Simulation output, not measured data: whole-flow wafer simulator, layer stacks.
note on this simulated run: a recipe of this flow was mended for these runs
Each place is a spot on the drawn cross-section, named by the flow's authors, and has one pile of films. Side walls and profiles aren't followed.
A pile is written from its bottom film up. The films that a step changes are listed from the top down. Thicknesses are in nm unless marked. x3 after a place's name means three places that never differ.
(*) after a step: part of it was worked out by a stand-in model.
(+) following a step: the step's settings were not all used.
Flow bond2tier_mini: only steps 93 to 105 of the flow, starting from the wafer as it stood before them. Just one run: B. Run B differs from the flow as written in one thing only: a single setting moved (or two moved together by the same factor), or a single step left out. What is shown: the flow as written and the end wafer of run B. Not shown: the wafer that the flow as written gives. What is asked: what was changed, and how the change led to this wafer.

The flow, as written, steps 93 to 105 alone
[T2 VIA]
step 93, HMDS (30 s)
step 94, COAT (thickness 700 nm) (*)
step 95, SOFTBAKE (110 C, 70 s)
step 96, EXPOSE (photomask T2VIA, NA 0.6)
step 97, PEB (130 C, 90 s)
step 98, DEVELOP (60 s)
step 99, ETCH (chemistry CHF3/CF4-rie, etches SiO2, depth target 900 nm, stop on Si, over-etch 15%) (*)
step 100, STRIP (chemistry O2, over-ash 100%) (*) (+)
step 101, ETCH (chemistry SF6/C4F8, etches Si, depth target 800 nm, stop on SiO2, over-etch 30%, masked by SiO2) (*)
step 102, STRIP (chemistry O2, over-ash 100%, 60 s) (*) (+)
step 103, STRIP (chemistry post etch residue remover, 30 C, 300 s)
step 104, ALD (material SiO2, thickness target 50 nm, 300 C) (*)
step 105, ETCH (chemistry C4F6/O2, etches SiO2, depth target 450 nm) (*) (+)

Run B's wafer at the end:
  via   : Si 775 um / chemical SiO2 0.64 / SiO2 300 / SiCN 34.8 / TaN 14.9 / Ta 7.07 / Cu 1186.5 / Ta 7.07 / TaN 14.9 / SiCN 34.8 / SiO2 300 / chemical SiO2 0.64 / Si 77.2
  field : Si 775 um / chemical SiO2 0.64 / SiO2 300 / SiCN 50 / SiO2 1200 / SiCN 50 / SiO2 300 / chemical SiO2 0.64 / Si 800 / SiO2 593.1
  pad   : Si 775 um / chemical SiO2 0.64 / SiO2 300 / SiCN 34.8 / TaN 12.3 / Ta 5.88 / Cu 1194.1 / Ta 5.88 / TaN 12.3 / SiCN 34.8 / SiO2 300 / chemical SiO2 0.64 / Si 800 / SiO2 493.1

The reason: step 101, ETCH: depth target 532 nm was run, while the flow as written has depth target 800 nm.

Step by step, how the change led to this:
  step 101, ETCH (chemistry SF6/C4F8, etches Si, depth target 800 nm, stop on SiO2, over-etch 30%, masked by SiO2) (*)
      via: Si loses 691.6 (in the flow as written it would be: Si loses 788.8 (all of it), chemical SiO2 loses 0.64 (all of it), SiO2 loses 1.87)
      field, pad: SiO2 loses 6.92 (in the flow as written it would be: SiO2 loses 10.3)
  step 104, ALD (material SiO2, thickness target 50 nm, 300 C) (*)
      via: SiO2 gains 50 (new film) (in the flow as written it would be: SiO2 gains 50)
  step 105, ETCH (chemistry C4F6/O2, etches SiO2, depth target 450 nm) (*) (+)
      via: SiO2 loses 50 (all of it), Si loses 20 (in the flow as written it would be: SiO2 loses 348.1 (all of it), SiCN loses 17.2)
